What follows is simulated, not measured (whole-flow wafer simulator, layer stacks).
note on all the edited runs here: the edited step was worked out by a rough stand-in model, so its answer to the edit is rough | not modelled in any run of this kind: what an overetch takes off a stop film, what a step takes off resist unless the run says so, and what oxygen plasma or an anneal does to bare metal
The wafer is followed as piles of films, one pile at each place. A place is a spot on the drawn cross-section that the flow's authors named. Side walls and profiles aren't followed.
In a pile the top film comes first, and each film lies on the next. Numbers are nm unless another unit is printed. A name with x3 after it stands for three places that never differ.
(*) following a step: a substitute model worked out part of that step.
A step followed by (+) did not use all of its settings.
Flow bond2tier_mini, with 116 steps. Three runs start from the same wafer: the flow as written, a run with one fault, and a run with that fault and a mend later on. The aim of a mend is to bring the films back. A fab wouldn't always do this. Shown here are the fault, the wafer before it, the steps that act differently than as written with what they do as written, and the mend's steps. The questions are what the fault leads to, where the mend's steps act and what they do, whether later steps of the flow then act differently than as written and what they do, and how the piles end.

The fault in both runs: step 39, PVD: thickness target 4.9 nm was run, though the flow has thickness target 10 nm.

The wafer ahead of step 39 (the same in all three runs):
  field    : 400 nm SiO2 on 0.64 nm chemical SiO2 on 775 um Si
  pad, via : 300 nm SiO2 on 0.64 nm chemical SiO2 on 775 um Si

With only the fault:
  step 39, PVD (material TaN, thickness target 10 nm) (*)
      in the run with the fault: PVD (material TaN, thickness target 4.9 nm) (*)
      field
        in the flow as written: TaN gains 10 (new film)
        in the run with the fault: TaN gains 4.9 (new film)
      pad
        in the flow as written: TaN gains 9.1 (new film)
        in the run with the fault: TaN gains 4.46 (new film)
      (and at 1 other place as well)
  Steps further on in the flow that do not act as written (1 other step is not shown; it differs only slightly, by no more than 2% or 0.5 nm, whichever is larger):
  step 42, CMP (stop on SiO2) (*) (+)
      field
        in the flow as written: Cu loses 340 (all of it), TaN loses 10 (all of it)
        in the run with the fault: Cu loses 340 (all of it), TaN loses 4.9 (all of it)
  At pad, the piles at the end differ from the flow's by more than 2% or 0.5 nm, whichever is larger.
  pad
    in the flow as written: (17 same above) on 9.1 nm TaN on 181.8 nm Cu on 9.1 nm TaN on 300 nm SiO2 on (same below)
    in the run with the fault: (17 same above) on 9.1 nm TaN on 186.4 nm Cu on 4.46 nm TaN on 300 nm SiO2 on (same below)

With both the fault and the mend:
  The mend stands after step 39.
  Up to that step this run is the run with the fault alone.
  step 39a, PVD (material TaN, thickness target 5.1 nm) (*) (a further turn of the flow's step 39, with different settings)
      field
        TaN gains 5.1
      pad
        TaN gains 4.64
      via
        TaN gains 5.09
  None of the later steps of the flow acts differently than as written at any place that is followed.
  The piles end the same as the flow's at every place that both follow.
